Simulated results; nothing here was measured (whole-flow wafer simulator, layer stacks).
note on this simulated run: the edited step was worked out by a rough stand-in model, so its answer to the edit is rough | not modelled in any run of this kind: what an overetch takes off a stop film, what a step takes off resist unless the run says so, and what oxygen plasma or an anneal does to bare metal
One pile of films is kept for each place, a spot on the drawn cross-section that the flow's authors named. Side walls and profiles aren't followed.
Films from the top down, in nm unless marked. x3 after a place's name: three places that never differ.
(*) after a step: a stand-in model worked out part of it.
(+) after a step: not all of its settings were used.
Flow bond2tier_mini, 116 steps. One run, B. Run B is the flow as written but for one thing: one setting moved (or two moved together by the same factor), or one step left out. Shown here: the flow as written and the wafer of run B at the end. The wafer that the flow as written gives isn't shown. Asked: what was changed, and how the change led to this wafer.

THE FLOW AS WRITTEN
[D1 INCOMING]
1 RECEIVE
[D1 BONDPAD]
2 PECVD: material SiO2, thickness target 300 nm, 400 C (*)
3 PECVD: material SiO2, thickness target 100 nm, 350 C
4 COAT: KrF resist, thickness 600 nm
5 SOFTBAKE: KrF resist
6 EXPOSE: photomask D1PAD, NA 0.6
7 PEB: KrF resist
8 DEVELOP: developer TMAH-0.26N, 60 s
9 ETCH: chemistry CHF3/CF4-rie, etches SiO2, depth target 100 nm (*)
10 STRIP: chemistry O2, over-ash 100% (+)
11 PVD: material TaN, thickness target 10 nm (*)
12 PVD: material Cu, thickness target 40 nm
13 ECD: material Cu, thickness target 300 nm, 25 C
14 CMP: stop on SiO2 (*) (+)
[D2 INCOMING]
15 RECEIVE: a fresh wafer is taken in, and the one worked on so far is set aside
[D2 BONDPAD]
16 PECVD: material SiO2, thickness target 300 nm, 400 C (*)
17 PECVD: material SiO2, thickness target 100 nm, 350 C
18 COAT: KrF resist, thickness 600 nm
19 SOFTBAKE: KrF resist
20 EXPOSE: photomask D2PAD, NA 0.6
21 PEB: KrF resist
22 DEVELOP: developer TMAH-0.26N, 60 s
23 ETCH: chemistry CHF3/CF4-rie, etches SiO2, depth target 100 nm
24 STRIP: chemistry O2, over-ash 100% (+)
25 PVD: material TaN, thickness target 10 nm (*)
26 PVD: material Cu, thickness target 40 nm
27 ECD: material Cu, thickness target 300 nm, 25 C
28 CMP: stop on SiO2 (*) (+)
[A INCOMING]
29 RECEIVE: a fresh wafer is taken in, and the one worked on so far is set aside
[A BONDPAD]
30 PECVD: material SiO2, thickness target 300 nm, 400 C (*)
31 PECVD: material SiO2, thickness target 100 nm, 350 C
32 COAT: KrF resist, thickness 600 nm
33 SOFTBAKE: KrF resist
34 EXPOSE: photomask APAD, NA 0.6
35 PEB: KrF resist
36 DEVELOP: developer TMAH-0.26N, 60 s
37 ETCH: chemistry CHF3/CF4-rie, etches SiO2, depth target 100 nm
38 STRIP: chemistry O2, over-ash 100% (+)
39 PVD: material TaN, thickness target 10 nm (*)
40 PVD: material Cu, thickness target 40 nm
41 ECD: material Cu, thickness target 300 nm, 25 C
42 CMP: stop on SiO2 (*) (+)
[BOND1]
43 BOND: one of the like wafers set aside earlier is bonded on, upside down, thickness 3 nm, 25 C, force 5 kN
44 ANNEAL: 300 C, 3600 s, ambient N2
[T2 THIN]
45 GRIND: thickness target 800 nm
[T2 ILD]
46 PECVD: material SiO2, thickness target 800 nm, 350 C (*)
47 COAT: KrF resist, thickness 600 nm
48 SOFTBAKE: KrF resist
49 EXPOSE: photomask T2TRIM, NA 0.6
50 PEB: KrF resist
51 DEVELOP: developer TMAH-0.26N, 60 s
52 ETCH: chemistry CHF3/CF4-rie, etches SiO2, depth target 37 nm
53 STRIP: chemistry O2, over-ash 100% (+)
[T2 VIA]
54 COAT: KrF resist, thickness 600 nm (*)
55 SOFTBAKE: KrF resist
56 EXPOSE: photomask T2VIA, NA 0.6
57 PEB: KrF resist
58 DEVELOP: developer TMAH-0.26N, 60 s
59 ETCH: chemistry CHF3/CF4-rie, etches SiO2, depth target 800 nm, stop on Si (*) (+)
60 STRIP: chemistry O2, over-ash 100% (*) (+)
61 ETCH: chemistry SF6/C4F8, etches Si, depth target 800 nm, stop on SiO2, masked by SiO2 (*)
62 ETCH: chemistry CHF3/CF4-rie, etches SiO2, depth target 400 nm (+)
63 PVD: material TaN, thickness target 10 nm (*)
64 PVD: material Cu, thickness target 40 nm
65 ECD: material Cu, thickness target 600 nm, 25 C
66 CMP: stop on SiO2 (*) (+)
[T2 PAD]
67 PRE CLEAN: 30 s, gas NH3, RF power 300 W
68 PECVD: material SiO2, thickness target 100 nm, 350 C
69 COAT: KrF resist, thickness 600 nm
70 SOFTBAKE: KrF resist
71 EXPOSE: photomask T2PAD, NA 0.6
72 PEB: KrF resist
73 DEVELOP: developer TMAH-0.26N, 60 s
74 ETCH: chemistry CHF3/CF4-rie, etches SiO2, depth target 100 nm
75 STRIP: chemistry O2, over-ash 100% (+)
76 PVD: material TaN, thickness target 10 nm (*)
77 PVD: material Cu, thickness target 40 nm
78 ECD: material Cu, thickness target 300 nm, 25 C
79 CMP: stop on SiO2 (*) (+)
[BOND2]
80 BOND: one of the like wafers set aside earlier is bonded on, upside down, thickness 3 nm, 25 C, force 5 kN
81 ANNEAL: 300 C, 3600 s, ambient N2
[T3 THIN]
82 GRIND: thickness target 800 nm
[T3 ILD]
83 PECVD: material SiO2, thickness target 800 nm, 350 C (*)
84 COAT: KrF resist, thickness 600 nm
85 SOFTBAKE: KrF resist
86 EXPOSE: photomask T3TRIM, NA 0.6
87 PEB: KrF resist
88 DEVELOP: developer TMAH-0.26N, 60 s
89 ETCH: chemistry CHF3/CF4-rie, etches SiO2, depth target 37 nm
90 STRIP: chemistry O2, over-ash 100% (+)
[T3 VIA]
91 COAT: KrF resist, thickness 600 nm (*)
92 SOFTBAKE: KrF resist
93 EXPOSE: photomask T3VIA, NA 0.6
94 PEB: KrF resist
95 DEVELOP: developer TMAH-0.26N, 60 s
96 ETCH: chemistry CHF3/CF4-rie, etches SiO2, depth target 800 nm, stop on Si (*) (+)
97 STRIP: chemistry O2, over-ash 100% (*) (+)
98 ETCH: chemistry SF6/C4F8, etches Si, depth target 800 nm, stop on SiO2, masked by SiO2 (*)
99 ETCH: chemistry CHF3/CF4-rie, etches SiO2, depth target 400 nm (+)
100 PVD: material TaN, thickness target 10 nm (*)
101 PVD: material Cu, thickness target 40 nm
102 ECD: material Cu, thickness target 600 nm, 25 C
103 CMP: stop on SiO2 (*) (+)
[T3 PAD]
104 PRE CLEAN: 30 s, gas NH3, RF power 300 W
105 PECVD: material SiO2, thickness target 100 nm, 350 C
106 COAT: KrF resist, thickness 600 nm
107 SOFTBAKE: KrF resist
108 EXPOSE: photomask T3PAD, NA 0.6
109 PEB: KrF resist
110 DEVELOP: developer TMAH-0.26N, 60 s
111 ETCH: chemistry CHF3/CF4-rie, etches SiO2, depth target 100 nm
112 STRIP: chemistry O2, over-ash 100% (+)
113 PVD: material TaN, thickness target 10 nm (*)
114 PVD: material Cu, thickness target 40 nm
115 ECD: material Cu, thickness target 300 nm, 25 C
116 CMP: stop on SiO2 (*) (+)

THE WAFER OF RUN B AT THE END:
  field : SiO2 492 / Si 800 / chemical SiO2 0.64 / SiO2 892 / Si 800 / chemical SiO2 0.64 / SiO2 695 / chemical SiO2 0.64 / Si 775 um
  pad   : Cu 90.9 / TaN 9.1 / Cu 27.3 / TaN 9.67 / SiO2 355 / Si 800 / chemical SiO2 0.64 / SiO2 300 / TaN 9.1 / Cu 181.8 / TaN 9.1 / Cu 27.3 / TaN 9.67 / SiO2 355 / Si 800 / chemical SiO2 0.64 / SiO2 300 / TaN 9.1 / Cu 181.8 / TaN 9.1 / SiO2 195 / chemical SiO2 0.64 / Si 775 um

The cause: step 30, PECVD: thickness target 195 nm was run, where the flow has thickness target 300 nm.
It can be read off the wafer: pad has SiO2 195, and step 30 as written asks for 300 nm.

How the change led to this, step by step:
  30 PECVD: material SiO2, thickness target 300 nm, 400 C (*)
      field, pad, via: SiO2 +195 (new film) (as written it would be: SiO2 +300 (new film))
